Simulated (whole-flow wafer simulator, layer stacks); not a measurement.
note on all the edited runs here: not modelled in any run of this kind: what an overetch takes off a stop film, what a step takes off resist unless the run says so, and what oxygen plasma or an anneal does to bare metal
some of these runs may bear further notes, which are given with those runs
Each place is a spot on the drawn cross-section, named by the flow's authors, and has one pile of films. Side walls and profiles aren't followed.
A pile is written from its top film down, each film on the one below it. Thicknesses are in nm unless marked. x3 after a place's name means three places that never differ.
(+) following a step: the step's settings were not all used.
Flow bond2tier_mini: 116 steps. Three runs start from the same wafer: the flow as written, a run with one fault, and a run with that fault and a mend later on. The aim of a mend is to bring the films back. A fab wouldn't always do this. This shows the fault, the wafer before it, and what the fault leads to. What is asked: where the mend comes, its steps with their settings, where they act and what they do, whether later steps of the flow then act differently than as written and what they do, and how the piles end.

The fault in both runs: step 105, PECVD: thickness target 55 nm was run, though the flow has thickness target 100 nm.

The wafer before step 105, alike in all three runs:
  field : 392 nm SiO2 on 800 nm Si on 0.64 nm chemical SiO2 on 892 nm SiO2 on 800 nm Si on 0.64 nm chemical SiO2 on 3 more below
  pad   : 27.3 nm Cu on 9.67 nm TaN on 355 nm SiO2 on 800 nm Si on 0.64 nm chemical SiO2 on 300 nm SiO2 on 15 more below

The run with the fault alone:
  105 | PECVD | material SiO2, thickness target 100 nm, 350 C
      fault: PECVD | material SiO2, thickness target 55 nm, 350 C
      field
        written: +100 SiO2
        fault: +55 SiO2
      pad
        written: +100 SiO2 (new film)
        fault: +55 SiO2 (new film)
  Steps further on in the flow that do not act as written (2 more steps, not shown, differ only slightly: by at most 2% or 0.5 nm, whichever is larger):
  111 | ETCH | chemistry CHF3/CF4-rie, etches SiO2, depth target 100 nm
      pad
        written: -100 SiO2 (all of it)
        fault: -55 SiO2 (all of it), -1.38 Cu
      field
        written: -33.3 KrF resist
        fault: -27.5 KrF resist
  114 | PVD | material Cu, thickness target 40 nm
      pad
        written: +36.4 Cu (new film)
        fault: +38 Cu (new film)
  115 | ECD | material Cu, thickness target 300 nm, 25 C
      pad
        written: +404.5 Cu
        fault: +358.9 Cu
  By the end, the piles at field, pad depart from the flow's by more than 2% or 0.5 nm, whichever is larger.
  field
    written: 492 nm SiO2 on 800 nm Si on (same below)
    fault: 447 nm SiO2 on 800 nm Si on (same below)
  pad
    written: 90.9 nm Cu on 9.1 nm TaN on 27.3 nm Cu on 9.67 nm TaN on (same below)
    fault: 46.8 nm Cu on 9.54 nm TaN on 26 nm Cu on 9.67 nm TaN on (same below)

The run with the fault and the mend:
  The mend follows step 110.
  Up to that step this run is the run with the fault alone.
  110a | STRIP | chemistry O2, over-ash 100% (+)
      field
        -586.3 KrF resist (all of it)
  110b | PECVD | material SiO2, thickness target 45 nm, 350 C (the flow's step 105, run once more with other settings)
      field, pad
        +45 SiO2
  110c | COAT | KrF resist, thickness 600 nm (the flow's step 106, run once more)
      field, pad
        +600 KrF resist (new film)
  110d | SOFTBAKE | KrF resist (the flow's step 107, run once more)
      does not change any film at any place that is followed
  110e | EXPOSE | photomask T3PAD, NA 0.6 (the flow's step 108, run once more)
      does not change any film at any place that is followed
  110f | PEB | KrF resist (the flow's step 109, run once more)
      does not change any film at any place that is followed
  110g | DEVELOP | developer TMAH-0.26N, 60 s (the flow's step 110, run once more)
      field
        -13.7 KrF resist
      pad
        -600 KrF resist (all of it)
  Later steps of the flow that are run all act as written at every place that is followed.
  At every place that both follow, the piles at the end match the flow's.
